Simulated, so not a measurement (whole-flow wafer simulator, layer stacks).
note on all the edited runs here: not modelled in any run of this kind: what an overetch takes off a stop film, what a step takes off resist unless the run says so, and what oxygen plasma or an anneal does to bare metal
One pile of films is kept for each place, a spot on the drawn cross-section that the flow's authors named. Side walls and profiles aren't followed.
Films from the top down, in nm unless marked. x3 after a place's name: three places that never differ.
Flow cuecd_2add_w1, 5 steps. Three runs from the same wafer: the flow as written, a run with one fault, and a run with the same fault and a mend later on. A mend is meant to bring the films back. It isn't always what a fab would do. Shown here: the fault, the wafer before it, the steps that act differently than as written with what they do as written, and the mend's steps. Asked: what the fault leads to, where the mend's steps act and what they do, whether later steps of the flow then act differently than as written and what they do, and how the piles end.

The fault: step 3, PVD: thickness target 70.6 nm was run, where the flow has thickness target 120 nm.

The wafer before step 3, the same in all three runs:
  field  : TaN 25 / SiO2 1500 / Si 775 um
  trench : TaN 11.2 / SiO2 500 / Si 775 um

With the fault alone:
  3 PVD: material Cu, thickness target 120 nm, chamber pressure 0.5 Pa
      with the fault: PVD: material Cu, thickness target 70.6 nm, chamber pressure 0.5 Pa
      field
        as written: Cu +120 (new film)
        with the fault: Cu +70.6 (new film)
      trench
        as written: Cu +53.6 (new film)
        with the fault: Cu +32 (new film)
  No later step of the flow acts differently than as written, at any place that is followed, by more than 2% or 0.5 nm, whichever is larger.
  At the end the piles differ from the flow's by more than 2% or 0.5 nm, whichever is larger, at field, trench.
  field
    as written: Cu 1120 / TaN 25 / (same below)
    with the fault: Cu 1070.6 / TaN 25 / (same below)
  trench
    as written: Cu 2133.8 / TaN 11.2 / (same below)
    with the fault: Cu 2084.4 / TaN 11.2 / (same below)

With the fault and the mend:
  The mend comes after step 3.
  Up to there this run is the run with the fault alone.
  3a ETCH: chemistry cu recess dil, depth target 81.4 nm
      field
        Cu -70.6 (all of it)
      trench
        Cu -32 (all of it)
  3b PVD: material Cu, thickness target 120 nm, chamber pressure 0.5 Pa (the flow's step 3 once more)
      field
        Cu +120 (new film)
      trench
        Cu +53.6 (new film)
  No later step of the flow acts differently than as written at any place that is followed.
  At the end the piles are the same as the flow's at every place that both follow.
